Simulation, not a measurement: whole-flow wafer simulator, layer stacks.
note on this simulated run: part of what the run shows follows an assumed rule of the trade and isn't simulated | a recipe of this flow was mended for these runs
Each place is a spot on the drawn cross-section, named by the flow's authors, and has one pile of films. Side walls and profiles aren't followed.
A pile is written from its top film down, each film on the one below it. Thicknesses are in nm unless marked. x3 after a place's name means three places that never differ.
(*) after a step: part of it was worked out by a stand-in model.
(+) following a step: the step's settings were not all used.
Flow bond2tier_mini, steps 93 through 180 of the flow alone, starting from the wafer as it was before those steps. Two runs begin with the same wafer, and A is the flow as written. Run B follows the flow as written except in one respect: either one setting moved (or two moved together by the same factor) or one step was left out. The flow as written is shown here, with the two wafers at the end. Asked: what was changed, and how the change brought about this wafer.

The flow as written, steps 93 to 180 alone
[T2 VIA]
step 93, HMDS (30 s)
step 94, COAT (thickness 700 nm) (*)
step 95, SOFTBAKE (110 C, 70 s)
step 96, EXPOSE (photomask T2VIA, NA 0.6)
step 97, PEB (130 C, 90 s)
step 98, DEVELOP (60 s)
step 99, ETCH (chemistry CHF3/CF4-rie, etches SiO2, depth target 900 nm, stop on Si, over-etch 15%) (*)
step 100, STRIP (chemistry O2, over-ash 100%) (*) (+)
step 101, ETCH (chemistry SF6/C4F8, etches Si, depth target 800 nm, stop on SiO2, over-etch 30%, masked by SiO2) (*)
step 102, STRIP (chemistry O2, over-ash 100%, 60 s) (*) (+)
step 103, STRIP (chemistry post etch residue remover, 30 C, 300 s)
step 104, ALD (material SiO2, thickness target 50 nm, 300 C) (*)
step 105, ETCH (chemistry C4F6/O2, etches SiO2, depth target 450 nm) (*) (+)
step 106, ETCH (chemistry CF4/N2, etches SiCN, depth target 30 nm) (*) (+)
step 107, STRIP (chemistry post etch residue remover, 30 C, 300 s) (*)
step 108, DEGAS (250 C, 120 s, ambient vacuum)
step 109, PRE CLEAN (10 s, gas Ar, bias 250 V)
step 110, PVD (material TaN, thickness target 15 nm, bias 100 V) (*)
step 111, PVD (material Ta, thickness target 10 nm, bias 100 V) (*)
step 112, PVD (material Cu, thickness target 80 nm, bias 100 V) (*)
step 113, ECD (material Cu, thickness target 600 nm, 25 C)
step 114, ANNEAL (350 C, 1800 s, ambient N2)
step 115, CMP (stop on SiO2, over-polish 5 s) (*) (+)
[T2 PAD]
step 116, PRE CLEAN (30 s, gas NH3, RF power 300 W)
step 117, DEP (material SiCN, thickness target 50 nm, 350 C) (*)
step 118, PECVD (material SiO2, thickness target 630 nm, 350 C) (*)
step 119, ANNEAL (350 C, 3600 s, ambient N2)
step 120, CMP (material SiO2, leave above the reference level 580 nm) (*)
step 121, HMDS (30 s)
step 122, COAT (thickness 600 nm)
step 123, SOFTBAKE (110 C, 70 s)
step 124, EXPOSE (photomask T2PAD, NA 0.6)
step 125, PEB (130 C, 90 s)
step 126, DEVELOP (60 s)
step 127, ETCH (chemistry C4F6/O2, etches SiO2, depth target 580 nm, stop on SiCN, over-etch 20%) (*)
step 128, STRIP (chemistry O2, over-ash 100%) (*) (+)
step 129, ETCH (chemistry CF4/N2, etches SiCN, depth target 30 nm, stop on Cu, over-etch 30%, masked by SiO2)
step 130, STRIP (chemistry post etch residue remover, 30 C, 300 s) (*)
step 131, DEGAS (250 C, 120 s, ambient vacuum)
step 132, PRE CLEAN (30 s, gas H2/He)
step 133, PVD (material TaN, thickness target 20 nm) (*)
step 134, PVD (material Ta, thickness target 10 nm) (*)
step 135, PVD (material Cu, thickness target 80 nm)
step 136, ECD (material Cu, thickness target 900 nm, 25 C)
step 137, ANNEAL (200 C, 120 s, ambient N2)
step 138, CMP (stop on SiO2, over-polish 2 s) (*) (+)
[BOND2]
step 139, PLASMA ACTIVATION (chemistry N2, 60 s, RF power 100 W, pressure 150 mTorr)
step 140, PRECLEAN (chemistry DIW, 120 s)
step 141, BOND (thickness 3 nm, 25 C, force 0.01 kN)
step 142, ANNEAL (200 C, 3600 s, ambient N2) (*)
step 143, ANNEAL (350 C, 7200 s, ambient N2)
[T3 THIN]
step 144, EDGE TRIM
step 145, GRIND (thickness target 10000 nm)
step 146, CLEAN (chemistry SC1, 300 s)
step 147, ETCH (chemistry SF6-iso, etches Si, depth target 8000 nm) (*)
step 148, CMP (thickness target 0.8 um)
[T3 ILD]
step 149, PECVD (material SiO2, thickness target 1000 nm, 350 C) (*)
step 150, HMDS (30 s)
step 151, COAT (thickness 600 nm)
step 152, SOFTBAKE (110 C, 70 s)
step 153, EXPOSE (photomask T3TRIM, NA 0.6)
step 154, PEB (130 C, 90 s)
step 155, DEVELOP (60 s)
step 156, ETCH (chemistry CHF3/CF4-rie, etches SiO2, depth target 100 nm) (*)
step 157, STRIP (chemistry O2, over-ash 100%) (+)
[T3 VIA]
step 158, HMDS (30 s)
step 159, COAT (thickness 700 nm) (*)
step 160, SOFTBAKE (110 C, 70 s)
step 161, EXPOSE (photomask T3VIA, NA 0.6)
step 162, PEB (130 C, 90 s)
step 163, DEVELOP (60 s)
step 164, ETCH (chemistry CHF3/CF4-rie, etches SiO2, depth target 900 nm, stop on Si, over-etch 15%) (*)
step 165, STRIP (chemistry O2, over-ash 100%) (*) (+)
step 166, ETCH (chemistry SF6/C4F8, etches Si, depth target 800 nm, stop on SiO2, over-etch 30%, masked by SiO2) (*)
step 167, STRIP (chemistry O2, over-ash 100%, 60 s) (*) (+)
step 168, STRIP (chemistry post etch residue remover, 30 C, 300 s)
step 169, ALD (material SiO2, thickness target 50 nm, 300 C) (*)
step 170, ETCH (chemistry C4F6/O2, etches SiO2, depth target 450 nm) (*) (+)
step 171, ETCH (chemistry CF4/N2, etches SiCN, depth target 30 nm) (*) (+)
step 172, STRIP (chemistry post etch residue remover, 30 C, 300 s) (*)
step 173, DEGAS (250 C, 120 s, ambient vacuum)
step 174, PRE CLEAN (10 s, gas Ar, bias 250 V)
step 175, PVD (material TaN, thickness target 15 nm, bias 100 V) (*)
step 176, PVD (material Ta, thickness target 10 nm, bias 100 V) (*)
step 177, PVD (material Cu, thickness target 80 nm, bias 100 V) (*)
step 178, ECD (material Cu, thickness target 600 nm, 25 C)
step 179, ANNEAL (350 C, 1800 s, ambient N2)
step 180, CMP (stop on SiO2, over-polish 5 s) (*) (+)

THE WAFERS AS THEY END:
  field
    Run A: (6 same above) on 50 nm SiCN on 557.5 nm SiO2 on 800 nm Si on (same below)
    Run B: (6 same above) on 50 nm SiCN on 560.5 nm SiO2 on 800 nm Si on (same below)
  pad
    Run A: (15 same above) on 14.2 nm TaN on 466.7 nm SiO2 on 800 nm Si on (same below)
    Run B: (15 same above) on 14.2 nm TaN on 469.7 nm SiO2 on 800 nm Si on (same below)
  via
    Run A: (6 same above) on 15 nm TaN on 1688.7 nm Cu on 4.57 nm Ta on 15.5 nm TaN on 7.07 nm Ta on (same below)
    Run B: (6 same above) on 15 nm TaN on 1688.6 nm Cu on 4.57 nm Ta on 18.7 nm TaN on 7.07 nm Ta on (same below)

The reason: step 109, PRE CLEAN: 10 s, gas Ar, bias 250 V, was omitted.

Step by step, how the change led to this:
  (no step that both runs have acts differently by more than 2% or 0.5 nm, whichever is larger)
